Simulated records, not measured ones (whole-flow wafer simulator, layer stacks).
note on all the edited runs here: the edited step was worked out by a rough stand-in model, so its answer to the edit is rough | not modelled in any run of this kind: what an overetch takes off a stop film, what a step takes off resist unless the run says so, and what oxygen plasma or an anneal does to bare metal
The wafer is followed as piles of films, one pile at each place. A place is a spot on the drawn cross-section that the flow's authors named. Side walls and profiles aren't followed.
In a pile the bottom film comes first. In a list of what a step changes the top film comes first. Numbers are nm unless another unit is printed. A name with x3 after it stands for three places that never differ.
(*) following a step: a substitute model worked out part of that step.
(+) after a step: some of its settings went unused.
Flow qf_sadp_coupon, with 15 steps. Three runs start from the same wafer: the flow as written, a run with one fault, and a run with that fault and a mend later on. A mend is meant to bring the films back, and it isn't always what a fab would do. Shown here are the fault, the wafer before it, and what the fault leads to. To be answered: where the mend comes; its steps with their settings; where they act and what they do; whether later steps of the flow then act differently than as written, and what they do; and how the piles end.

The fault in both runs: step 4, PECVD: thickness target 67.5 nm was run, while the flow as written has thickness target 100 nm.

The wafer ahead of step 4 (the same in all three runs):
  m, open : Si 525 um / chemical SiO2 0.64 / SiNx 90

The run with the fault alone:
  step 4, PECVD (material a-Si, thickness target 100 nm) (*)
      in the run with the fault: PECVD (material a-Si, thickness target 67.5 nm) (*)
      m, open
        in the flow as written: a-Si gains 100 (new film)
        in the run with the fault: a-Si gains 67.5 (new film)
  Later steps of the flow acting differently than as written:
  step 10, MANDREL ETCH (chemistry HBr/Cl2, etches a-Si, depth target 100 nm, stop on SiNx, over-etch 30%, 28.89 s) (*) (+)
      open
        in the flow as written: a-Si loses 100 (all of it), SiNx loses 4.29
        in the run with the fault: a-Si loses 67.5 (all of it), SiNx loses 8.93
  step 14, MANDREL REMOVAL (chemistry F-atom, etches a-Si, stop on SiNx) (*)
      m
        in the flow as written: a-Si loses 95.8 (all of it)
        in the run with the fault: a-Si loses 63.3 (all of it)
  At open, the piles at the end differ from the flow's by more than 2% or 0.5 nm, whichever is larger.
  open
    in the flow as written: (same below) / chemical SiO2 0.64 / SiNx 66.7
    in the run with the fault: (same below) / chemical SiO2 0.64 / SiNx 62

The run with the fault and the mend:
  The mend follows step 4.
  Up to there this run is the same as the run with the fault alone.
  step 4a, PECVD (material a-Si, thickness target 32.5 nm) (*) (the flow's step 4 again, with other settings)
      m, open
        a-Si gains 32.5
  Every later step of the flow that is run acts as written at every place that is followed.
  At every place that both follow, the piles at the end match the flow's.
